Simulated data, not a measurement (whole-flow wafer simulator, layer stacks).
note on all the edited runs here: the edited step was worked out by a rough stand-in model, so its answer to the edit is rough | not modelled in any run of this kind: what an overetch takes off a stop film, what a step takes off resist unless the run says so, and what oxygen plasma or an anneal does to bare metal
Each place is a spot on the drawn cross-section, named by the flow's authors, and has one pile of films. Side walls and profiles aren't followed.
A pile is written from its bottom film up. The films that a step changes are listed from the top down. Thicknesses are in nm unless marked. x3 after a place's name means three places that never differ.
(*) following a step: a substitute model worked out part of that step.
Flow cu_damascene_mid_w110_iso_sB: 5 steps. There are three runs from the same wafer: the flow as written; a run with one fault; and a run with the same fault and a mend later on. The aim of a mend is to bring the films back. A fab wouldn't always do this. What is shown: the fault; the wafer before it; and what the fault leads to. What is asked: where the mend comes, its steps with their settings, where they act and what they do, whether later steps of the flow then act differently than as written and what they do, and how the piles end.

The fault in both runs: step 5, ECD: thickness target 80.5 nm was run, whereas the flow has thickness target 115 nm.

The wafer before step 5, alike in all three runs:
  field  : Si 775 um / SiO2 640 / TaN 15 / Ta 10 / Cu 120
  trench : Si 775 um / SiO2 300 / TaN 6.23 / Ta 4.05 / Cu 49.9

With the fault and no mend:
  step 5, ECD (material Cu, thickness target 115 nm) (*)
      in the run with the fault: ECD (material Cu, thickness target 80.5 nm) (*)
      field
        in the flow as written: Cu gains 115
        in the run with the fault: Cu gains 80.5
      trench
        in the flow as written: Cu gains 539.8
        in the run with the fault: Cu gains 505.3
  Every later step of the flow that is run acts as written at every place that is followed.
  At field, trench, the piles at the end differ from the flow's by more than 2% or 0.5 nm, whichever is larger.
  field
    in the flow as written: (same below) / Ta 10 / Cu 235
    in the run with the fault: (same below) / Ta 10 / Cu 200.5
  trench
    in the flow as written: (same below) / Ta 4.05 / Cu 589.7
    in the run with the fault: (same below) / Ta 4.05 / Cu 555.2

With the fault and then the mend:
  The mend stands after step 5.
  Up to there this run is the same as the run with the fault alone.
  step 5a, ECD (material Cu, thickness target 34.5 nm) (a further turn of the flow's step 5, with different settings)
      field, trench
        Cu gains 34.5
  Every later step of the flow that is run acts as written at every place that is followed.
  The piles end the same as the flow's at every place that both follow.
